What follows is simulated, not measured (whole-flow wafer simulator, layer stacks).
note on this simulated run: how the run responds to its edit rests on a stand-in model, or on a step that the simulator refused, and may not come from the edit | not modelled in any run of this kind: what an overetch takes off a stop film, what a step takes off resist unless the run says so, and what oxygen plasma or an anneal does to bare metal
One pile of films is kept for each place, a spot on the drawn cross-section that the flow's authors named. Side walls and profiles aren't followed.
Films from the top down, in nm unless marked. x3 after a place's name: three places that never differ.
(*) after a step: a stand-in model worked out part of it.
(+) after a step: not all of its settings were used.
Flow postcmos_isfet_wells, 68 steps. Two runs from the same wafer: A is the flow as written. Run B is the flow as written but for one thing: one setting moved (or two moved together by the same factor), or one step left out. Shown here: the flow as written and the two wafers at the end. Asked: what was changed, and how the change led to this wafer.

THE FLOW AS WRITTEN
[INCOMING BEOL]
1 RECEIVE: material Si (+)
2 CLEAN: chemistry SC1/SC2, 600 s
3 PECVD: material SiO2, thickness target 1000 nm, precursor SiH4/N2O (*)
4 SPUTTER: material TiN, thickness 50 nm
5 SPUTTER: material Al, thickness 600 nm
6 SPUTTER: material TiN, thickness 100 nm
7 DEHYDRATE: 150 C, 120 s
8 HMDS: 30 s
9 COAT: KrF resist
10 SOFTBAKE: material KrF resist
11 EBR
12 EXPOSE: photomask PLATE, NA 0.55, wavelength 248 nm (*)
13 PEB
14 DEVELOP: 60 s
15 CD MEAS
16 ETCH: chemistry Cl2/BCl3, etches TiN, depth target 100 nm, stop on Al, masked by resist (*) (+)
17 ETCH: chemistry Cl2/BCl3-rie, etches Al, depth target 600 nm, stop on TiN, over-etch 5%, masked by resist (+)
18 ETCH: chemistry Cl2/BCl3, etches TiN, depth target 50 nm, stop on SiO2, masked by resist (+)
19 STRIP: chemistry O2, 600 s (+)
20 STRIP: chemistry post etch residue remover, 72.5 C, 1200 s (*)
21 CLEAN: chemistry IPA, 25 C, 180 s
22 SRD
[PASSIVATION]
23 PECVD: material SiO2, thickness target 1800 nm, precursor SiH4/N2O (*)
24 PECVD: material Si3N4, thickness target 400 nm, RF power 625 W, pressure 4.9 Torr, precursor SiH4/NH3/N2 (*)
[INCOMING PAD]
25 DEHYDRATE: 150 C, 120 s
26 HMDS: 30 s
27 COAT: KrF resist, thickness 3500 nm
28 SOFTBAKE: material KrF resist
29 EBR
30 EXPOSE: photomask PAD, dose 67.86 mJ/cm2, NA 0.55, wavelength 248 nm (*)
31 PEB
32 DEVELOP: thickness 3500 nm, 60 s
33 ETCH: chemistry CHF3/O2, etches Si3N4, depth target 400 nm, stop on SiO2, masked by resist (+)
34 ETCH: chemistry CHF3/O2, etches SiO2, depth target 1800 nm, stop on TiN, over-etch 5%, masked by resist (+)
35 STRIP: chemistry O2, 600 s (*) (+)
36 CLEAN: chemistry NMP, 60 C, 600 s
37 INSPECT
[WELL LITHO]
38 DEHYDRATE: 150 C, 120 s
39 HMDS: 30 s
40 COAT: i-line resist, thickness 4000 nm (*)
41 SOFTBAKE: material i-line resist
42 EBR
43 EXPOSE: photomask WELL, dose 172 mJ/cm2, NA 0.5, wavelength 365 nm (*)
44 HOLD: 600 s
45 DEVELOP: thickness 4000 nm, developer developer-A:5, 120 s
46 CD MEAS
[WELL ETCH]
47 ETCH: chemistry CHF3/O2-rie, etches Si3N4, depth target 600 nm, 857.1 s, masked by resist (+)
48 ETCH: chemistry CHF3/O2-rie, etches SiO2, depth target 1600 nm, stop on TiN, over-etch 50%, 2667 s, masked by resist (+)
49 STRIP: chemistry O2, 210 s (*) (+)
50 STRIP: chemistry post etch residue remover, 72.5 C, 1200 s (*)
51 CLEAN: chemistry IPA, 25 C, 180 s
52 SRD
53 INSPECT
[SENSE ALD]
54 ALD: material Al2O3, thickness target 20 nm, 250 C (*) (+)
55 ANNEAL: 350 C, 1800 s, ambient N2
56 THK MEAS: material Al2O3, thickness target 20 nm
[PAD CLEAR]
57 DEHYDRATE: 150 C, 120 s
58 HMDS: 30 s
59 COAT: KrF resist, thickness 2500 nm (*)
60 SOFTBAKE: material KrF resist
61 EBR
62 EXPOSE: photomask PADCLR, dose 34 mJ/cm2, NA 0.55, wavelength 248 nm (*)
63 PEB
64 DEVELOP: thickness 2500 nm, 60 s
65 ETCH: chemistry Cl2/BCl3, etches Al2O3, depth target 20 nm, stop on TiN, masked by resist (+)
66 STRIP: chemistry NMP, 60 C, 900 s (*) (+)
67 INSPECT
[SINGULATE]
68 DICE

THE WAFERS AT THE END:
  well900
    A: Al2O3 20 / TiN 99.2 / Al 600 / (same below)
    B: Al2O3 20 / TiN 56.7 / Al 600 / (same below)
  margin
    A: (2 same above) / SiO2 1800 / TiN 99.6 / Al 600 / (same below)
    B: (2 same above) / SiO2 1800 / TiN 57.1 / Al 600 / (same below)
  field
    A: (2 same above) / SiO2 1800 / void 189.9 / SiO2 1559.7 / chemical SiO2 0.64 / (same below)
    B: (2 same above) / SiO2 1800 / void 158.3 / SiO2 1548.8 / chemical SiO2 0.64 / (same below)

The cause: step 6, SPUTTER: thickness 57.5 nm was run, where the flow has thickness 100 nm.

How the change led to this, step by step:
  6 SPUTTER: material TiN, thickness 100 nm
      field, margin, well900, well1300 x3, pad_rim, pad_clr, pad_open: A TiN +100 (new film) | B TiN +57.5 (new film)
  16 ETCH: chemistry Cl2/BCl3, etches TiN, depth target 100 nm, stop on Al, masked by resist (*) (+)
      margin, well900, well1300 x3, pad_rim, pad_clr, pad_open: A KrF resist -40 | B KrF resist -34.5
      field: A TiN -100 (all of it) | B TiN -57.5 (all of it)
  23 PECVD: material SiO2, thickness target 1800 nm, precursor SiH4/N2O (*)
      field: A SiO2 +1800 (new film), void +189.9 (new film), SiO2 +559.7 | B SiO2 +1800 (new film), void +158.3 (new film), SiO2 +548.8
